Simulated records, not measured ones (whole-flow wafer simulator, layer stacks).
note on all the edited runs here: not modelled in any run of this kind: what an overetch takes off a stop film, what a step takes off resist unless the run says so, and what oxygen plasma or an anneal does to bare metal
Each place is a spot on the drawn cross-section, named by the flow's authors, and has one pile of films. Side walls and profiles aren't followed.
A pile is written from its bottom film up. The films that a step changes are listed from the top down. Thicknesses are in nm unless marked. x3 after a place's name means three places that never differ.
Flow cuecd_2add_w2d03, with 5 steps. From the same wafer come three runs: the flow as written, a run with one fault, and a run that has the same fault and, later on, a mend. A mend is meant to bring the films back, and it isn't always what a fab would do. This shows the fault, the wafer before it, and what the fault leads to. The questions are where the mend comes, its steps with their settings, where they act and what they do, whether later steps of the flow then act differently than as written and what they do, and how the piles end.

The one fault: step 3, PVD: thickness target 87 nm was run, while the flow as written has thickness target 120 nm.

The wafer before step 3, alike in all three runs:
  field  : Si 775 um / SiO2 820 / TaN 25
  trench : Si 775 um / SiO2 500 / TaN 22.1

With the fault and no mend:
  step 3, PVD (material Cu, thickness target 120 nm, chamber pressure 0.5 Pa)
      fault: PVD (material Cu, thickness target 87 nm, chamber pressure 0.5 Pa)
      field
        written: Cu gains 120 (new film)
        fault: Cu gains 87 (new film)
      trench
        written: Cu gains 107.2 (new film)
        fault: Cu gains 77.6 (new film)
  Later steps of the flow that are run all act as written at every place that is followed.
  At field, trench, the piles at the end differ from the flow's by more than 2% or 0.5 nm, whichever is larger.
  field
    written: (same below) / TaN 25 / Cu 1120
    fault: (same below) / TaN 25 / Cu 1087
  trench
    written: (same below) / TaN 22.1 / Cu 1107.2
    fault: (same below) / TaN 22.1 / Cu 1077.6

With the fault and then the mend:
  The mend stands after step 3.
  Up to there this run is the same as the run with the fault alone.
  step 3a, PVD (material Cu, thickness target 33 nm, chamber pressure 0.5 Pa) (the flow's step 3 again, with other settings)
      field
        Cu gains 33
      trench
        Cu gains 29.1
  Later steps of the flow that are run all act as written at every place that is followed.
  The piles end only slightly different from the flow's at the places that both follow, by no more than 2% or 0.5 nm, whichever is larger.
